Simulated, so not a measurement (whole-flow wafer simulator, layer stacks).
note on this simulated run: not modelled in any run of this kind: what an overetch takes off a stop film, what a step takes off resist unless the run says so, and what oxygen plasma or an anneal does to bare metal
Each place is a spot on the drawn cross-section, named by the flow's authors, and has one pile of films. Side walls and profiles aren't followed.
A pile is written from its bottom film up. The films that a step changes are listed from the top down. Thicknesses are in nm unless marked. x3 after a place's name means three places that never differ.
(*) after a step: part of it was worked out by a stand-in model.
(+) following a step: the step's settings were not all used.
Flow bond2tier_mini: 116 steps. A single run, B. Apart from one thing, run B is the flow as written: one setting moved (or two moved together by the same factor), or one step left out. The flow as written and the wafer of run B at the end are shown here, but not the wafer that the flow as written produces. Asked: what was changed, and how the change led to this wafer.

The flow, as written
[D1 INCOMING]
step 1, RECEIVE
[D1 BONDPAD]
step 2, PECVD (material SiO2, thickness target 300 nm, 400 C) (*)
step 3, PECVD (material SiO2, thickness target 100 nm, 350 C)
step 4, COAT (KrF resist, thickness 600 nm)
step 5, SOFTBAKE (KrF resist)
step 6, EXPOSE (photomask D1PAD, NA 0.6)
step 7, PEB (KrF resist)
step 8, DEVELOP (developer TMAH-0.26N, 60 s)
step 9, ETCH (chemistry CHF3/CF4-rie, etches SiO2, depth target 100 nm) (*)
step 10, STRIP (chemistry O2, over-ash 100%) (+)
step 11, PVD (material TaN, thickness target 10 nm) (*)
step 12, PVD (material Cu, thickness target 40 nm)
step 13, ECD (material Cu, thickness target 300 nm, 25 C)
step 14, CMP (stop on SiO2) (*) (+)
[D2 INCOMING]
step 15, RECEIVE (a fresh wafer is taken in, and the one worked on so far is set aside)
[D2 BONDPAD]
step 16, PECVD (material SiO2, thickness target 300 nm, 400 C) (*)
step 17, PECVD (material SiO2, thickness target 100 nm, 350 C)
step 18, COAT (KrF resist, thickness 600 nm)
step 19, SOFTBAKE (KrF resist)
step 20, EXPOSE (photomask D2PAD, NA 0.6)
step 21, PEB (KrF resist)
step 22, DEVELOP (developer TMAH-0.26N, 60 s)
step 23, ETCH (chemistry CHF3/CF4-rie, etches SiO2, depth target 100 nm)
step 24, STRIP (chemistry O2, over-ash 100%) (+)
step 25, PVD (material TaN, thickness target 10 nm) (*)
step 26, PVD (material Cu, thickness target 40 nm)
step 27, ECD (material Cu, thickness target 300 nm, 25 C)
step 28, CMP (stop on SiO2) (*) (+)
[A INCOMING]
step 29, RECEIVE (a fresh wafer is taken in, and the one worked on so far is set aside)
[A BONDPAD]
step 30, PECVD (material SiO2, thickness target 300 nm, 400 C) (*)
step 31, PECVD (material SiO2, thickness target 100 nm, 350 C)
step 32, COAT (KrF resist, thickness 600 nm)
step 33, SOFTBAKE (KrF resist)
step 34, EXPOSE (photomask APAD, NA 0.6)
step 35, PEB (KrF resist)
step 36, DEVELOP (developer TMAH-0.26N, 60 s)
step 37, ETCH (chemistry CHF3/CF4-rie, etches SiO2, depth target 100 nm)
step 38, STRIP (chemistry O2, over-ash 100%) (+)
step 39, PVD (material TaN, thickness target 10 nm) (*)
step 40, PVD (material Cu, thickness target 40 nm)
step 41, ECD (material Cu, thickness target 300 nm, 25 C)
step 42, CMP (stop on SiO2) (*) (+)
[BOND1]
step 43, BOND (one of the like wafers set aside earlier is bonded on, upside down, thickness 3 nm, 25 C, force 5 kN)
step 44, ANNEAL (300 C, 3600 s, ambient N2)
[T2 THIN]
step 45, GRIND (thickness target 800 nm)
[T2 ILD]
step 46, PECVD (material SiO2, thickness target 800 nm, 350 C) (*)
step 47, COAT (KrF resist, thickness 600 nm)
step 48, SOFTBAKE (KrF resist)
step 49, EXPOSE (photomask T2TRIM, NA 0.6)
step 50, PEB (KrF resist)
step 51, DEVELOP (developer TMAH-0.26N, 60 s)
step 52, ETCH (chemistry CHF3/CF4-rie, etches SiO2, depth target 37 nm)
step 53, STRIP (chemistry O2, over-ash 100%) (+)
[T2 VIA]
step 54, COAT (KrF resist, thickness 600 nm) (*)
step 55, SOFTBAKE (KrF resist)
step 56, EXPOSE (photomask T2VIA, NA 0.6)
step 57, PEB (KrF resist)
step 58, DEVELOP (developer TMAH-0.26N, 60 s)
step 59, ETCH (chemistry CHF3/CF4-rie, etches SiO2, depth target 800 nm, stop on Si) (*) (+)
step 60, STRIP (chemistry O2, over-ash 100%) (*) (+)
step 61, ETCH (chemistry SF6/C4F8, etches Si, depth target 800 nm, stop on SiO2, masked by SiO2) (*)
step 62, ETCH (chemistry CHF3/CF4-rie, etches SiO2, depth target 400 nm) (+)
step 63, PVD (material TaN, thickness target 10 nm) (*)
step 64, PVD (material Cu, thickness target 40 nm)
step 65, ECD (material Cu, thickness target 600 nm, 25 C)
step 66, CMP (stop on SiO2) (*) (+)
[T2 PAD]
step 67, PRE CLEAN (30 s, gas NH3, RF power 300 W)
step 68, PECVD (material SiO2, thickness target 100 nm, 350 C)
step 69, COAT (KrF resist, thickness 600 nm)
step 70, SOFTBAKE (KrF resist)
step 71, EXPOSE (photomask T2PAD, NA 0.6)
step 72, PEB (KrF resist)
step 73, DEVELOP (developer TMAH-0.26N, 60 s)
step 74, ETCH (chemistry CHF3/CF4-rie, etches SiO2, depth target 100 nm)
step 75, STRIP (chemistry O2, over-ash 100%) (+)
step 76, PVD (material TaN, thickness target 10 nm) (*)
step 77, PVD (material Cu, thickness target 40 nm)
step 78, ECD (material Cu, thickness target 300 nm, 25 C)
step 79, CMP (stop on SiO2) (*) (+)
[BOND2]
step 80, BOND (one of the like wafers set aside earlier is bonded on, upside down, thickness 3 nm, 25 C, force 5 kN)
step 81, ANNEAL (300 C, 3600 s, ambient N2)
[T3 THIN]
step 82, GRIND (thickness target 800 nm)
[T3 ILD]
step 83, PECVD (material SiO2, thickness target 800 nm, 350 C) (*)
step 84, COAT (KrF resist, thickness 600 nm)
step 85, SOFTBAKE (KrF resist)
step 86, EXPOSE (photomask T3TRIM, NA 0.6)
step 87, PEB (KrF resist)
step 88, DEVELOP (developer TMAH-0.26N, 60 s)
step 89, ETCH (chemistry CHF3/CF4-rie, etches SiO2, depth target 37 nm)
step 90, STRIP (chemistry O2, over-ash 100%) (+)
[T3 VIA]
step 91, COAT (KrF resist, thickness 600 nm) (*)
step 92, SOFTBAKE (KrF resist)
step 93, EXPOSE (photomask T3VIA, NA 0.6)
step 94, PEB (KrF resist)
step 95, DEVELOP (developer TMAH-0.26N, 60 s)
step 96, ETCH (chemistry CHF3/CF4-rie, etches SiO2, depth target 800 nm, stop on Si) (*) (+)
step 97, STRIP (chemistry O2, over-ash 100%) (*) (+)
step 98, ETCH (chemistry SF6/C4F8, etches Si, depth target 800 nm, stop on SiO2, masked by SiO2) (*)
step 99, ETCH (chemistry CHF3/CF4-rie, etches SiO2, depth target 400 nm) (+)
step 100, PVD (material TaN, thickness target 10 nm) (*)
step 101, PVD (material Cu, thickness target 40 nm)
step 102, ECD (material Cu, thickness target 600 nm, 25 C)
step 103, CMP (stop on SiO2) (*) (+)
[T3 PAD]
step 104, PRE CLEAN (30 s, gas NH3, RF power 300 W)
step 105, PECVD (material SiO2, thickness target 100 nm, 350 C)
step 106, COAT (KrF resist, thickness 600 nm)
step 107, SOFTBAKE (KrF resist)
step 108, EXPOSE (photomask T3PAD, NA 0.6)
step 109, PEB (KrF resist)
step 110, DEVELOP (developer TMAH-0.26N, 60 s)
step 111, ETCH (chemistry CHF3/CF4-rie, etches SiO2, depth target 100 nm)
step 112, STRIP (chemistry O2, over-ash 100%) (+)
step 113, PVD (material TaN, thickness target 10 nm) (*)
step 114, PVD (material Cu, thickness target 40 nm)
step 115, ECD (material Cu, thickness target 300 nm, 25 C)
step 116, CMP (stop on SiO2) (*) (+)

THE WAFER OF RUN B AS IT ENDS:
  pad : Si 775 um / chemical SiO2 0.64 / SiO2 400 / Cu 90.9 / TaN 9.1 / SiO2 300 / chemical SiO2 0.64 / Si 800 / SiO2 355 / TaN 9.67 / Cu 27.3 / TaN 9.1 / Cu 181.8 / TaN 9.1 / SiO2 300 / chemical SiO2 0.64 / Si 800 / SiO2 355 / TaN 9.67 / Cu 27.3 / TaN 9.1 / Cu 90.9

The reason: step 37, ETCH: chemistry CHF3/CF4-rie, etches SiO2, depth target 100 nm, was omitted.

How this came from the change, step by step:
  step 38, STRIP (chemistry O2, over-ash 100%) (+)
      field: KrF resist loses 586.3 (all of it) (in the flow as written it would be: KrF resist loses 552.9 (all of it))
  step 39, PVD (material TaN, thickness target 10 nm) (*)
      pad: TaN gains 10 (new film) (in the flow as written it would be: TaN gains 9.1 (new film))
  step 40, PVD (material Cu, thickness target 40 nm)
      pad: Cu gains 40 (new film) (in the flow as written it would be: Cu gains 36.4 (new film))
  step 41, ECD (material Cu, thickness target 300 nm, 25 C)
      pad: Cu gains 300 (in the flow as written it would be: Cu gains 404.5)
      via: Cu gains 300 (in the flow as written it would be: Cu gains 400.2)
  step 42, CMP (stop on SiO2) (*) (+)
      pad, via: Cu loses 340 (all of it), TaN loses 10 (all of it) (in the flow as written it would be: Cu loses 350)
  step 43, BOND (one of the like wafers set aside earlier is bonded on, upside down, thickness 3 nm, 25 C, force 5 kN)
      pad: Si gains 775 um (new film), chemical SiO2 gains 0.64 (new film), SiO2 gains 300 (new film), TaN gains 9.1 (new film), Cu gains 90.9 (new film) (in the flow as written it would be: Si gains 775 um (new film), chemical SiO2 gains 0.64 (new film), SiO2 gains 300 (new film), TaN gains 9.1 (new film), Cu gains 90.9)
      via: Si gains 775 um (new film), chemical SiO2 gains 0.64 (new film), SiO2 gains 300 (new film), TaN gains 9.97 (new film), Cu gains 90 (new film) (in the flow as written it would be: Si gains 775 um (new film), chemical SiO2 gains 0.64 (new film), SiO2 gains 300 (new film), TaN gains 9.97 (new film), Cu gains 90)
